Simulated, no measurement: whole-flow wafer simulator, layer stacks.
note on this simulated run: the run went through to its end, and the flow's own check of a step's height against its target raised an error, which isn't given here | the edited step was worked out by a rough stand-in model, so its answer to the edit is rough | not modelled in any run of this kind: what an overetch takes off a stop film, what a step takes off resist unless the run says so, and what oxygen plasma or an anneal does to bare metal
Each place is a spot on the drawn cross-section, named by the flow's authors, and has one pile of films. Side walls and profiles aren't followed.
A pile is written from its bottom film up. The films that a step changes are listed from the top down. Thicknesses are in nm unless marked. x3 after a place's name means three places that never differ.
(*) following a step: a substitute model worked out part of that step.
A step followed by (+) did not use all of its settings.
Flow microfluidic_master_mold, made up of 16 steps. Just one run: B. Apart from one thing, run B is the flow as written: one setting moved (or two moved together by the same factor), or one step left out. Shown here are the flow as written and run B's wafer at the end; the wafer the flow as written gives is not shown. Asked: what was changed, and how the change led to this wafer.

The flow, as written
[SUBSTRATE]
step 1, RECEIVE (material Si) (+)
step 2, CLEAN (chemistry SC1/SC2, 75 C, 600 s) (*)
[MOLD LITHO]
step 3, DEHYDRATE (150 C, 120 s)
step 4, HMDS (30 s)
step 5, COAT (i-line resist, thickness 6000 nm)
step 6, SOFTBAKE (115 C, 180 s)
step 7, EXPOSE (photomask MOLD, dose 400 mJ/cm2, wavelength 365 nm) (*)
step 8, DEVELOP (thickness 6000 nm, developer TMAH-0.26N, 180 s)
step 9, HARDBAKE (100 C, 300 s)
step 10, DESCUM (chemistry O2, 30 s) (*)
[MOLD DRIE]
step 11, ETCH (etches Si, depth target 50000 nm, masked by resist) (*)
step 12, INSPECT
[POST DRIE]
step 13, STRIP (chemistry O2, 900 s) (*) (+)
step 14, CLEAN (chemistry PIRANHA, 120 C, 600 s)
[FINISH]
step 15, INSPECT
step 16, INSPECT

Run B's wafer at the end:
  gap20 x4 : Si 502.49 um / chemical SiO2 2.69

Cause: step 11, ETCH: depth target 22500 nm was run, whereas the flow has depth target 50000 nm.

The path from the change to this, step by step:
  step 11, ETCH (etches Si, depth target 50000 nm, masked by resist) (*)
      gap20 x4: -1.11 chemical SiO2 (all of it), -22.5 um Si (as written it would have been: -1.11 chemical SiO2 (all of it), -50 um Si)
      ridge: -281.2 i-line resist (as written it would have been: -625 i-line resist)
  step 13, STRIP (chemistry O2, 900 s) (*) (+)
      ridge: -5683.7 i-line resist (all of it), +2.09 chemical SiO2, -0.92 Si (as written it would have been: -5339.9 i-line resist (all of it), +2.09 chemical SiO2, -0.92 Si)
